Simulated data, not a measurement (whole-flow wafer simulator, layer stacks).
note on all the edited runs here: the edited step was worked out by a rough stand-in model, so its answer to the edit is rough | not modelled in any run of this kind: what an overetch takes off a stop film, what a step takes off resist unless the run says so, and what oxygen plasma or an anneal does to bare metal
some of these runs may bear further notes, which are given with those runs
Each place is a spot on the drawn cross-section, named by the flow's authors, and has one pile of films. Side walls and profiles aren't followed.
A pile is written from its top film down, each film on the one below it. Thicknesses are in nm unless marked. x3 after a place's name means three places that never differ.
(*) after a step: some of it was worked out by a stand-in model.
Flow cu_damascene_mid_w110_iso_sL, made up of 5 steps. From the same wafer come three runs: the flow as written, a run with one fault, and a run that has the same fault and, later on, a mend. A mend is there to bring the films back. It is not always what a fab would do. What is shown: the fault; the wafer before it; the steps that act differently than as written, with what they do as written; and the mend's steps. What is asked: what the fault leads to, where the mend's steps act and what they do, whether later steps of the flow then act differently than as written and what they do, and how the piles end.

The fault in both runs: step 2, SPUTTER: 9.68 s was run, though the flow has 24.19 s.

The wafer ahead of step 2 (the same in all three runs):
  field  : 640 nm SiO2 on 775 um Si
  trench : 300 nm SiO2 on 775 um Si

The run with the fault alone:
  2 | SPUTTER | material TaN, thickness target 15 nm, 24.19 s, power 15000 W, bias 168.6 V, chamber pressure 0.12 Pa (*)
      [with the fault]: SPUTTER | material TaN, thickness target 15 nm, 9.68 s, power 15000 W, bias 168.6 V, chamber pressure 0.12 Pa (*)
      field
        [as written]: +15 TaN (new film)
        [with the fault]: +6 TaN (new film)
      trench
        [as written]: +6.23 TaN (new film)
        [with the fault]: +2.49 TaN (new film)
  Steps further on in the flow that do not act as written (2 other steps are not shown; they differ only slightly, by no more than 2% or 0.5 nm, whichever is larger):
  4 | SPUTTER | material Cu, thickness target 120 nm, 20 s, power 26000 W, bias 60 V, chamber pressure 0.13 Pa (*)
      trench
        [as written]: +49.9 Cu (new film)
        [with the fault]: +51.4 Cu (new film)
  The piles end different from the flow's at field, trench by more than 2% or 0.5 nm, whichever is larger.
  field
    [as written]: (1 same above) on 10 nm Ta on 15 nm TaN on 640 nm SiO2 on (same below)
    [with the fault]: (1 same above) on 10 nm Ta on 6 nm TaN on 640 nm SiO2 on (same below)
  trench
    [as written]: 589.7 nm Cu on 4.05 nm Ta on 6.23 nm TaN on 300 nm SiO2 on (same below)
    [with the fault]: 584.3 nm Cu on 4.16 nm Ta on 2.49 nm TaN on 300 nm SiO2 on (same below)

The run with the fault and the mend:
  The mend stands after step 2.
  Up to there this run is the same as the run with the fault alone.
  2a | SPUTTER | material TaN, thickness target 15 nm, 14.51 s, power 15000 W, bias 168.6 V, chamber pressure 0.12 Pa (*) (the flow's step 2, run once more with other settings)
      field
        +9 TaN
      trench
        +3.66 TaN
  Every later step of the flow that is run acts as written, at every place that is followed, to within 2% or 0.5 nm, whichever is larger.
  When the end is reached, the piles differ only a little from the flow's at the places that both follow, at most by 2% or 0.5 nm, whichever is larger.
